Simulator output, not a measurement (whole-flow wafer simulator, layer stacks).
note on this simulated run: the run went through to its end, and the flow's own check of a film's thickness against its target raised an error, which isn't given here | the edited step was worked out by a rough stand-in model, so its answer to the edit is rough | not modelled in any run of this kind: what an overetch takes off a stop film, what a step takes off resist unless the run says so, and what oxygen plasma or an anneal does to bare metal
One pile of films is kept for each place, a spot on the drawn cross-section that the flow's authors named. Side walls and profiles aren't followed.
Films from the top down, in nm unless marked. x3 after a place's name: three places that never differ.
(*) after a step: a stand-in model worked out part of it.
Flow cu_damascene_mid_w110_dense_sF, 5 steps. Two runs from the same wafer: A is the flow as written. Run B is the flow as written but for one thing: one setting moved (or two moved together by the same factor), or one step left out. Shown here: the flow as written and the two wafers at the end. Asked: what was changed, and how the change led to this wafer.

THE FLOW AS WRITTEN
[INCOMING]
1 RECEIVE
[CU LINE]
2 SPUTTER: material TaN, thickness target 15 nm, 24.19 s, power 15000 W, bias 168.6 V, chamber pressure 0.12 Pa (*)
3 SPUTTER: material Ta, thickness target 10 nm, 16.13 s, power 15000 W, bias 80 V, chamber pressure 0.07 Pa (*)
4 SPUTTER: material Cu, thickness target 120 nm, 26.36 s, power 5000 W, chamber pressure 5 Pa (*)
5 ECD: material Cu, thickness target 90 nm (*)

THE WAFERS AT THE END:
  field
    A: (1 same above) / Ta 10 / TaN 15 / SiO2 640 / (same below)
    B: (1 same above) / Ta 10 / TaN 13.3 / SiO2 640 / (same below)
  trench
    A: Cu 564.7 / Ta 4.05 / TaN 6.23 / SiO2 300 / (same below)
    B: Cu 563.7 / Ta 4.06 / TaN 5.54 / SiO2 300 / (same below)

The cause: step 2, SPUTTER: power 13350 W was run, where the flow has power 15000 W.

How the change led to this, step by step:
  2 SPUTTER: material TaN, thickness target 15 nm, 24.19 s, power 15000 W, bias 168.6 V, chamber pressure 0.12 Pa (*)
      field: A TaN +15 (new film) | B TaN +13.3 (new film)
      trench: A TaN +6.23 (new film) | B TaN +5.54 (new film)
